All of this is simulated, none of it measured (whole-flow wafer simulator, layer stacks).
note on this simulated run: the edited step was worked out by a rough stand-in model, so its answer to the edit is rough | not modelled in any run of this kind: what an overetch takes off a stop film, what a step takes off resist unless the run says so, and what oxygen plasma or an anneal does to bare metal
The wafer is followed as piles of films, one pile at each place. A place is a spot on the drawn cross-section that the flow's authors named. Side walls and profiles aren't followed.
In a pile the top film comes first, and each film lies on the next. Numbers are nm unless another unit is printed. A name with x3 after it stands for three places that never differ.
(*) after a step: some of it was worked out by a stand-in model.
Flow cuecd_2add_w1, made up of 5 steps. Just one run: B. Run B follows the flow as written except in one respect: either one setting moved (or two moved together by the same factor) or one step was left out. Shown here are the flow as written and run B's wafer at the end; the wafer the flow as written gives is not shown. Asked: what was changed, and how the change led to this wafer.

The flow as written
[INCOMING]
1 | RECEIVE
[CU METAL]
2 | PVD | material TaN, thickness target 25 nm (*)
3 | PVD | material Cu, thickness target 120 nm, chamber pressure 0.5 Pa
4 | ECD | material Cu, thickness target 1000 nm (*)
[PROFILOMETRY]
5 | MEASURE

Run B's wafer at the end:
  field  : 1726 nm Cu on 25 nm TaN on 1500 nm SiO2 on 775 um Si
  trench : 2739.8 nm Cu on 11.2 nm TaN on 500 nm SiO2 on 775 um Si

What caused this: step 4, ECD: thickness target 1606 nm was run, while the flow as written has thickness target 1000 nm.

How this came from the change, step by step:
  4 | ECD | material Cu, thickness target 1000 nm (*)
      field: +1606 Cu (it would be, as written: +1000 Cu)
      trench: +2686.2 Cu (it would be, as written: +2080.2 Cu)
